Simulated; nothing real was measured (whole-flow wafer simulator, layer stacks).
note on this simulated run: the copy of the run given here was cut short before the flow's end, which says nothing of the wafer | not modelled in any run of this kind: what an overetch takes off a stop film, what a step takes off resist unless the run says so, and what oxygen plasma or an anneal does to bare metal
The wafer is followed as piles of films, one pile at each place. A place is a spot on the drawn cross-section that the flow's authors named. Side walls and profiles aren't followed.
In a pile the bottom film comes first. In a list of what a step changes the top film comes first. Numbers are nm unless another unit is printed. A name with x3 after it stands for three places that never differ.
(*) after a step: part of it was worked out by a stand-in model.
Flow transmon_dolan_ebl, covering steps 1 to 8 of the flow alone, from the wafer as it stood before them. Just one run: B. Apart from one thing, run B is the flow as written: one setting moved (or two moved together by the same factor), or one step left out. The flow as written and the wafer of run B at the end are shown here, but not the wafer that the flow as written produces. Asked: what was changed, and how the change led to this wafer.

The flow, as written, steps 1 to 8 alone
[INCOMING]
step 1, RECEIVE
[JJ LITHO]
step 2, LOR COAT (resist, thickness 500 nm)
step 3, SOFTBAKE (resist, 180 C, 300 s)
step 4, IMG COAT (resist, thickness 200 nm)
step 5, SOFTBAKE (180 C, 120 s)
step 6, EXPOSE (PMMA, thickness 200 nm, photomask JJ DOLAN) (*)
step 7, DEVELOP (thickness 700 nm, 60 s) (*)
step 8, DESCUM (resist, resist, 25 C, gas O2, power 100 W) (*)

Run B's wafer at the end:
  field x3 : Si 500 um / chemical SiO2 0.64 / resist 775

What caused this: step 4, IMG COAT: thickness 290 nm was run, whereas the flow has thickness 200 nm.

The path from the change to this, step by step:
  step 4, IMG COAT (resist, thickness 200 nm)
      field x3, jj_line: +290 resist (in the flow as written it would be: +200 resist)
  step 7, DEVELOP (thickness 700 nm, 60 s) (*)
      jj_line: -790 resist (all of it) (in the flow as written it would be: -700 resist (all of it))
